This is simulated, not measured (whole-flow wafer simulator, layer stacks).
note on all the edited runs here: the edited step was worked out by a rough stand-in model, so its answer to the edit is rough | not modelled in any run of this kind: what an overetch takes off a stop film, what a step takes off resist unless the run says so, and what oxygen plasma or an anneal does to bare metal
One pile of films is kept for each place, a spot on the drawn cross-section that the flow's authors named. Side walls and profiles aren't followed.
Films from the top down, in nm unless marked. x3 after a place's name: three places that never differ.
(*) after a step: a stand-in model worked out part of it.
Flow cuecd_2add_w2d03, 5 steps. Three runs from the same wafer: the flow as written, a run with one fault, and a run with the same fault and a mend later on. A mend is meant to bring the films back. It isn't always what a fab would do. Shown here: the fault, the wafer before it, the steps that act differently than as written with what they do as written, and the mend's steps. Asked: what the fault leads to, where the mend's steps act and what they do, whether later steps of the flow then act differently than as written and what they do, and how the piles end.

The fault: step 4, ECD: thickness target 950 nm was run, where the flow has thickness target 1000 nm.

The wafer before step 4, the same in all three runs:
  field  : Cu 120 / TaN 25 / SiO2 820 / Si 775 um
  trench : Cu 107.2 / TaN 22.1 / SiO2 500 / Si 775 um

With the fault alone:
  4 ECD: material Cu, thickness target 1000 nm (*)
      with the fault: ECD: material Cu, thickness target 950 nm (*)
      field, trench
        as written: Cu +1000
        with the fault: Cu +950
  No later step of the flow acts differently than as written at any place that is followed.
  At the end the piles differ from the flow's by more than 2% or 0.5 nm, whichever is larger, at field, trench.
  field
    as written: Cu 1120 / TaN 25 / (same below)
    with the fault: Cu 1070 / TaN 25 / (same below)
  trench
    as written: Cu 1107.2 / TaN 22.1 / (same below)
    with the fault: Cu 1057.2 / TaN 22.1 / (same below)

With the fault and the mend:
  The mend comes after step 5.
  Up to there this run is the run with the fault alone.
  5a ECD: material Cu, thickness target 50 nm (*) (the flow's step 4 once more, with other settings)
      field, trench
        Cu +50
  No later step of the flow acts differently than as written at any place that is followed.
  At the end the piles are the same as the flow's at every place that both follow.
